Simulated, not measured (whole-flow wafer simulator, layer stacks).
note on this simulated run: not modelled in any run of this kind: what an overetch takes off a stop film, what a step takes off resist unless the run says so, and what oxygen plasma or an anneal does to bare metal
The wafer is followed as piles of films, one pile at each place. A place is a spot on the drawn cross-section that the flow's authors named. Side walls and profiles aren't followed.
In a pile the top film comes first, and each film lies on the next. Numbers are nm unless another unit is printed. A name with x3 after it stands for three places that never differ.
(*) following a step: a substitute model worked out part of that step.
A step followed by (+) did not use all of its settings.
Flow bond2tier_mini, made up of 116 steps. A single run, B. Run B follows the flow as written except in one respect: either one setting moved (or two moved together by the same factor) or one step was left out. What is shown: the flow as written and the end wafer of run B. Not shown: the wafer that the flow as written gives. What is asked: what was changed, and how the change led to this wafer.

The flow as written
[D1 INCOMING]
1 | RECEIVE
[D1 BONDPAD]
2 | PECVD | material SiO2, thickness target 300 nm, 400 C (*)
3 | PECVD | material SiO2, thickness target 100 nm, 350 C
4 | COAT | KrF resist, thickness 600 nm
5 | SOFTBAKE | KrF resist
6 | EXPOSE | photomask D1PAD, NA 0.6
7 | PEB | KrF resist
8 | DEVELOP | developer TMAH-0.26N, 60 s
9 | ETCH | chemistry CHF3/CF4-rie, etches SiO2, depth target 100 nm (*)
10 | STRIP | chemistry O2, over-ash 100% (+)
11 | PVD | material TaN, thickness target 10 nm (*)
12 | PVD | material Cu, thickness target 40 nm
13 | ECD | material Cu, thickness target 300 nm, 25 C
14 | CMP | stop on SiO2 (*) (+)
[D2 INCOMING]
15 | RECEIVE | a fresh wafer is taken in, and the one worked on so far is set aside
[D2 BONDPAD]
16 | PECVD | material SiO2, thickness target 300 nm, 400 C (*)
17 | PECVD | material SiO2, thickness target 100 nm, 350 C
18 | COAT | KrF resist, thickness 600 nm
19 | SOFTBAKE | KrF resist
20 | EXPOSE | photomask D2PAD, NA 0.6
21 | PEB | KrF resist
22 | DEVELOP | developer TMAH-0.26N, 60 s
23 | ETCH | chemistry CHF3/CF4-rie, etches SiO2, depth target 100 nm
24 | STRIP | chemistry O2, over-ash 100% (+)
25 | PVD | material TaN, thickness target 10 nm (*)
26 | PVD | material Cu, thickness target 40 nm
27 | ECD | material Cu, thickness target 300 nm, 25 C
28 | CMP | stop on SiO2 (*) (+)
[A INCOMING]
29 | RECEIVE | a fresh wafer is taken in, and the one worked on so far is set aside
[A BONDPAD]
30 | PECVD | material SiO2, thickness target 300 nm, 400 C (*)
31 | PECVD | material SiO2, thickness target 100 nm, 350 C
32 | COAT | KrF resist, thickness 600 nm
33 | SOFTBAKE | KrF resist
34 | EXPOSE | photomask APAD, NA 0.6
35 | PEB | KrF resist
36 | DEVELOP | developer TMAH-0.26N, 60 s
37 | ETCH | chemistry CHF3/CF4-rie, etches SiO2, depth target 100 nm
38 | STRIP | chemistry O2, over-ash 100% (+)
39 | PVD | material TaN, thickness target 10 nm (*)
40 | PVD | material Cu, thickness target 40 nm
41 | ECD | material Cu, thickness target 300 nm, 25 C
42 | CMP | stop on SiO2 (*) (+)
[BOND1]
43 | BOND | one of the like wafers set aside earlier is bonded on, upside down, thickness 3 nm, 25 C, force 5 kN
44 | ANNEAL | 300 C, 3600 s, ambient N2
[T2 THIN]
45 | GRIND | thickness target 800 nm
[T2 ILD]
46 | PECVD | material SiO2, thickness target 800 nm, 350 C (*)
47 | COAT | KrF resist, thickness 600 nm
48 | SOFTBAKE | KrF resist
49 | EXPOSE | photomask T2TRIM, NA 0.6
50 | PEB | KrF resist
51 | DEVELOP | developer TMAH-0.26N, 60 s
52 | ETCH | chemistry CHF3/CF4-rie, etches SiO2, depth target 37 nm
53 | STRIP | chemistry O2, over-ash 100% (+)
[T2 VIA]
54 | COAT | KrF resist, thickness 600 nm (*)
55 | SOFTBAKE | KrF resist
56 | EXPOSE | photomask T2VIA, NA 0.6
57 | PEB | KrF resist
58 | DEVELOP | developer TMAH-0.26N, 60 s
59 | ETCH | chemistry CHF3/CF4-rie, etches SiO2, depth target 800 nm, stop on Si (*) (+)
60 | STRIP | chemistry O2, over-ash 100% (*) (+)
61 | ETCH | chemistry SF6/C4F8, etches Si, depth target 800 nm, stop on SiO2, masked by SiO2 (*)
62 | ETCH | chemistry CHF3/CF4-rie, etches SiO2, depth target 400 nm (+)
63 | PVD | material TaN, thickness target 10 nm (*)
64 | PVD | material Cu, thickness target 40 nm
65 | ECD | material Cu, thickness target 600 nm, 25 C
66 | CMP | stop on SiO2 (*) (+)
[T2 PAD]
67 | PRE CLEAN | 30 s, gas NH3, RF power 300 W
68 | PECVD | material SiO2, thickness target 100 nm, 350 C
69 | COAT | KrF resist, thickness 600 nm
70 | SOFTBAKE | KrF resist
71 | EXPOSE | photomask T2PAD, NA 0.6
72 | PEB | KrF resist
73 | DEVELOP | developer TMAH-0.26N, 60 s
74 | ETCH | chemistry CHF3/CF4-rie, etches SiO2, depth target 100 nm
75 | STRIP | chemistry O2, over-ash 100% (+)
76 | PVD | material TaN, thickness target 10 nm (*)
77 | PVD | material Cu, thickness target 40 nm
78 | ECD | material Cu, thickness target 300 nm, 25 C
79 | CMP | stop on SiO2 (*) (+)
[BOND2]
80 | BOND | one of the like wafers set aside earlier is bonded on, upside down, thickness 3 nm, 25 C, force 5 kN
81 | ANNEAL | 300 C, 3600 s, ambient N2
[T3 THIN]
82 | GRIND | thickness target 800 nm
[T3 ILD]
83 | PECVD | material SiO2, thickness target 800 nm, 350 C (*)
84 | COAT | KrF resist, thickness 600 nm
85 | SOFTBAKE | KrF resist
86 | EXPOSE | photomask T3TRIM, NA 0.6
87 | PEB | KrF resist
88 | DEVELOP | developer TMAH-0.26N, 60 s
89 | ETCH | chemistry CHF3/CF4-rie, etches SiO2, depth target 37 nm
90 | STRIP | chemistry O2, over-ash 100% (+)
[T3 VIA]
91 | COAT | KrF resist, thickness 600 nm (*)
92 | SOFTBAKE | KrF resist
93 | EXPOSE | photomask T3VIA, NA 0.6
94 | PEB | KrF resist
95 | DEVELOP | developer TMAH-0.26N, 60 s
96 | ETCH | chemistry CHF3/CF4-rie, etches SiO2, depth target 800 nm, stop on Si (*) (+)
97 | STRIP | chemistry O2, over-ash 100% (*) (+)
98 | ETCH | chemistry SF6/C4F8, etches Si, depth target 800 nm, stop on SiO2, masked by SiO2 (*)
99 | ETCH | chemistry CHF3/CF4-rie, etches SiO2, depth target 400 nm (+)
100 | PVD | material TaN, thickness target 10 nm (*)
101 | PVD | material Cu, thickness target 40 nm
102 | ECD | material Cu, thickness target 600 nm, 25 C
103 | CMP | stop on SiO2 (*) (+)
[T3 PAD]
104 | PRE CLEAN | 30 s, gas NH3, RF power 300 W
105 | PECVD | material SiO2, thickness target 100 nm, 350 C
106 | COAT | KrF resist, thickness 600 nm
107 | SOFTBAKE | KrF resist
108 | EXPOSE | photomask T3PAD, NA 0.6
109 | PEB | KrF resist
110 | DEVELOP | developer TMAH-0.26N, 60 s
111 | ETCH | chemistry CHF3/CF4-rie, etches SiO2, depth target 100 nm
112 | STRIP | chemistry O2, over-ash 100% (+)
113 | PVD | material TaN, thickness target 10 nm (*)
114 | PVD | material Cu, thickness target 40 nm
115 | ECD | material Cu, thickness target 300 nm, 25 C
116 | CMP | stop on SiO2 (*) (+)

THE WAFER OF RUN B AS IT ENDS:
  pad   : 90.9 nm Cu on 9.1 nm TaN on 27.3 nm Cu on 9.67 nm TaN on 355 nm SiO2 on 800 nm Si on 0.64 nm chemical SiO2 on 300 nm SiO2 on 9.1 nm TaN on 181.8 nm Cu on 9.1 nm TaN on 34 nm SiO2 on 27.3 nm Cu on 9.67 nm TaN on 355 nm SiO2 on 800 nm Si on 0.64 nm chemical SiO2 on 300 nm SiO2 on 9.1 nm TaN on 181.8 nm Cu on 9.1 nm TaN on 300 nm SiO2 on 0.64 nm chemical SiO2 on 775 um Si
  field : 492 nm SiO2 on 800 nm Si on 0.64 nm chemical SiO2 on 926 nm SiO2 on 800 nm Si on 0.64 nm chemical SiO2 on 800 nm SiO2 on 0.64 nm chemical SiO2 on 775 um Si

The reason: step 68, PECVD: thickness target 134 nm was run, while the flow as written has thickness target 100 nm.

How this came from the change, step by step:
  68 | PECVD | material SiO2, thickness target 100 nm, 350 C
      field: SiO2 gains 134 (as written it would have been: SiO2 gains 100)
      pad: SiO2 gains 134 (new film) (as written it would have been: SiO2 gains 100 (new film))
  74 | ETCH | chemistry CHF3/CF4-rie, etches SiO2, depth target 100 nm
      pad: SiO2 loses 100 (as written it would have been: SiO2 loses 100 (all of it))
Taking metal films that touch as one body, pad has 4 bodies (between them, from the top down: SiO2 355 / Si 800 / chemical SiO2 0.64 / SiO2 300; SiO2 34; SiO2 355 / Si 800 / chemical SiO2 0.64 / SiO2 300); the flow as written gives 3 bodies (between them, from the top down: SiO2 355 / Si 800 / chemical SiO2 0.64 / SiO2 300; SiO2 355 / Si 800 / chemical SiO2 0.64 / SiO2 300).
